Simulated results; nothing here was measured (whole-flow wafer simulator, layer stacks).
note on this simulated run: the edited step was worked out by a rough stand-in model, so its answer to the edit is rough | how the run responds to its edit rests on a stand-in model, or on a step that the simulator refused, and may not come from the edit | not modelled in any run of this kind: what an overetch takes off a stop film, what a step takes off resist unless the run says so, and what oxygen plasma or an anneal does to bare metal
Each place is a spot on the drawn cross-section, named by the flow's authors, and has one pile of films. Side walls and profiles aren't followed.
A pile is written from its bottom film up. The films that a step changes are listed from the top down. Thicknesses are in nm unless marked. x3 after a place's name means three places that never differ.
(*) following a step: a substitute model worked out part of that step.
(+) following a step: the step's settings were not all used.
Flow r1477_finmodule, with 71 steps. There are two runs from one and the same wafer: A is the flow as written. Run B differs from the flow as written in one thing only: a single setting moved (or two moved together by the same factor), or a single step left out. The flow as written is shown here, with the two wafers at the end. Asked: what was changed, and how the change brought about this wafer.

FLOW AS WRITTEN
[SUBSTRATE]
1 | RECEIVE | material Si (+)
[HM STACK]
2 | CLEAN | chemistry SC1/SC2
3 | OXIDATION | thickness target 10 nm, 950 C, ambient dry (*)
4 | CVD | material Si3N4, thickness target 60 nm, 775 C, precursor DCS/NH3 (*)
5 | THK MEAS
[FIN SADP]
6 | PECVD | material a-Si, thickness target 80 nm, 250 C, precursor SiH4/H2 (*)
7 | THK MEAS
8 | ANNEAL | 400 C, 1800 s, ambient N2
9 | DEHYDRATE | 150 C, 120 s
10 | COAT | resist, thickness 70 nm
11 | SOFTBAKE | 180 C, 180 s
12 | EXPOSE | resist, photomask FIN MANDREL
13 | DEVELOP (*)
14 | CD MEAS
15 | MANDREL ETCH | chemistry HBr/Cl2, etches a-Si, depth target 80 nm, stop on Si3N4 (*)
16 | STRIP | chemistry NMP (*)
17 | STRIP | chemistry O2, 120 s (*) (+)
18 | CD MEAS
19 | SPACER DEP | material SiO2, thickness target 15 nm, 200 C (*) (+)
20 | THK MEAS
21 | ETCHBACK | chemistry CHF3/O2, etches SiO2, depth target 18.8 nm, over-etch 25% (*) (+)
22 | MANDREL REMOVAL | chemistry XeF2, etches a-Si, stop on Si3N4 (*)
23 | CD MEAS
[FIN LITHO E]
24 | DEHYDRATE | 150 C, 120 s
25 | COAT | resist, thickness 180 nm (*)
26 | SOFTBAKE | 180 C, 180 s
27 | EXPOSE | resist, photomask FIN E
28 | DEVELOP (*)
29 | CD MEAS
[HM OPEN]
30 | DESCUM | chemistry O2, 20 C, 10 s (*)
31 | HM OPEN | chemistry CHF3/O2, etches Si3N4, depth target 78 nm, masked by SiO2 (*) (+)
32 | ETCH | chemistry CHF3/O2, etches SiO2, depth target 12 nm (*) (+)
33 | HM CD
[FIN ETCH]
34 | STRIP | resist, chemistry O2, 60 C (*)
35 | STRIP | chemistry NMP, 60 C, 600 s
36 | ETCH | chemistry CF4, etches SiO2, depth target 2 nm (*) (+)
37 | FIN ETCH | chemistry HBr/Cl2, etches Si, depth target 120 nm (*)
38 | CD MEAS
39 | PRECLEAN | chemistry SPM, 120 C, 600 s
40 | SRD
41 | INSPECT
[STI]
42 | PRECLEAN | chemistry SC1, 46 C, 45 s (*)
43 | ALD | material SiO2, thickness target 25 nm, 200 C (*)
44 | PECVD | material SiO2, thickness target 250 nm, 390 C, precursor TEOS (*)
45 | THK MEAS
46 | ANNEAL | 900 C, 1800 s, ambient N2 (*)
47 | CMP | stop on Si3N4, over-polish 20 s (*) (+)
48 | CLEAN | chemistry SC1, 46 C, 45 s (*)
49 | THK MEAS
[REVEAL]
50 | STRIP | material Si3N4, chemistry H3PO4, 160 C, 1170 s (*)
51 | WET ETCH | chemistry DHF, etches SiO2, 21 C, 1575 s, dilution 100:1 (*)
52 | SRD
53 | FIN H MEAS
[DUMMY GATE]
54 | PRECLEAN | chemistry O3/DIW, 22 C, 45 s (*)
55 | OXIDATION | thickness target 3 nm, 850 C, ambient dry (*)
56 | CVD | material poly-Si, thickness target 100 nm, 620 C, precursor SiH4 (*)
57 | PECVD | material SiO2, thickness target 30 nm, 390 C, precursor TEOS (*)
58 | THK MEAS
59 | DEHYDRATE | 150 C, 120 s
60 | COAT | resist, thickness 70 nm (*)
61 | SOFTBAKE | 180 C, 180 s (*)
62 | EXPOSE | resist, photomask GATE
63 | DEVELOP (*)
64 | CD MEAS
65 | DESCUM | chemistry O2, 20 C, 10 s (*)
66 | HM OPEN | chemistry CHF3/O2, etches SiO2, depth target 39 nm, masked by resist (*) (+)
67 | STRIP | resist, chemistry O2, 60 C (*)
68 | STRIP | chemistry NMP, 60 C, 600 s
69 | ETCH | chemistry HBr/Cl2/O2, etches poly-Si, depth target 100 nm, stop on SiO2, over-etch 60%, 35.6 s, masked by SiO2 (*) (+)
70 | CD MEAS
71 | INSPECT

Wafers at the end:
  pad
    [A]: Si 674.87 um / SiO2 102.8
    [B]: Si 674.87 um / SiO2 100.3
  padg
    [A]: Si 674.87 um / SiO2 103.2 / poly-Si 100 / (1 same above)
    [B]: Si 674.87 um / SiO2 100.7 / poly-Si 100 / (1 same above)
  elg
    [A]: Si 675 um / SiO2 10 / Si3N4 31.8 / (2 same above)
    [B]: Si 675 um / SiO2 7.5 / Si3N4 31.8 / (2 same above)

What caused this: step 3, OXIDATION: thickness target 7.5 nm was run, while the flow as written has thickness target 10 nm.
The wafer itself shows it: elg has SiO2 7.5, and step 3 as written asks for 10 nm.

Step by step, how the change led to this:
  3 | OXIDATION | thickness target 10 nm, 950 C, ambient dry (*)
      pad, padg, elg and 33 more: A +10 SiO2 (new film), -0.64 chemical SiO2 (all of it), -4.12 Si | B +7.5 SiO2 (new film), -0.64 chemical SiO2 (all of it), -3.02 Si
  31 | HM OPEN | chemistry CHF3/O2, etches Si3N4, depth target 78 nm, masked by SiO2 (*) (+)
      s40cg, s45cg, s50cg, s40co, s45co, s50co: A -60 Si3N4 (all of it), -9 SiO2 | B -60 Si3N4 (all of it), -7.5 SiO2 (all of it)
      pad, padg, esg and 13 more: A -56.4 Si3N4 (all of it), -10 SiO2 (all of it) | B -56.4 Si3N4 (all of it), -7.5 SiO2 (all of it)
  32 | ETCH | chemistry CHF3/O2, etches SiO2, depth target 12 nm (*) (+)
      s40cg, s40co: A -1 SiO2 (all of it), -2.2 Si | B -2.08 Si
      s45cg, s45co: A -1 SiO2 (all of it), -2.2 Si | B -2.12 Si
      (as well as at 2 more places)
  47 | CMP | stop on Si3N4, over-polish 20 s (*) (+)
      pad, padg, e40sg and 11 more: A -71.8 SiO2 | B -74.3 SiO2
      eso: A -72.4 SiO2 | B -74.9 SiO2
  51 | WET ETCH | chemistry DHF, etches SiO2, 21 C, 1575 s, dilution 100:1 (*)
      s40sg_line, s45sg_line, s50sg_line, s40so_line, s45so_line, s50so_line: A -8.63 SiO2 (all of it) | B -6.13 SiO2 (all of it)
  56 | CVD | material poly-Si, thickness target 100 nm, 620 C, precursor SiH4 (*)
      s40cg, s40co: A +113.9 poly-Si (new film) | B +116.4 poly-Si (new film)
      s45cg, s45co: A +113.4 poly-Si (new film) | B +115.9 poly-Si (new film)
      (as well as at 2 more places)
  60 | COAT | resist, thickness 70 nm (*)
      s40sg, s45sg, s40so, s45so: A +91 resist (new film) | B +93.4 resist (new film)
      s50sg, s50so: A +90.9 resist (new film) | B +93.3 resist (new film)
  63 | DEVELOP (*)
      s40so, s45so: A -91 resist (all of it) | B -93.4 resist (all of it)
      s50so: A -90.9 resist (all of it) | B -93.3 resist (all of it)
  67 | STRIP | resist, chemistry O2, 60 C (*)
      s40sg, s45sg: A -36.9 resist (all of it) | B -39.3 resist (all of it)
      s50sg: A -36.8 resist (all of it) | B -39.2 resist (all of it)
  69 | ETCH | chemistry HBr/Cl2/O2, etches poly-Si, depth target 100 nm, stop on SiO2, over-etch 60%, 35.6 s, masked by SiO2 (*) (+)
      s40co: A -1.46 chemical SiO2 (all of it), -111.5 poly-Si (all of it), -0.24 SiO2 | B -1.46 chemical SiO2 (all of it), -114 poly-Si (all of it), -0.23 SiO2
      s45co: A -1.46 chemical SiO2 (all of it), -110.9 poly-Si (all of it), -0.25 SiO2 | B -1.46 chemical SiO2 (all of it), -113.4 poly-Si (all of it), -0.23 SiO2
      (as well as at 1 more place)
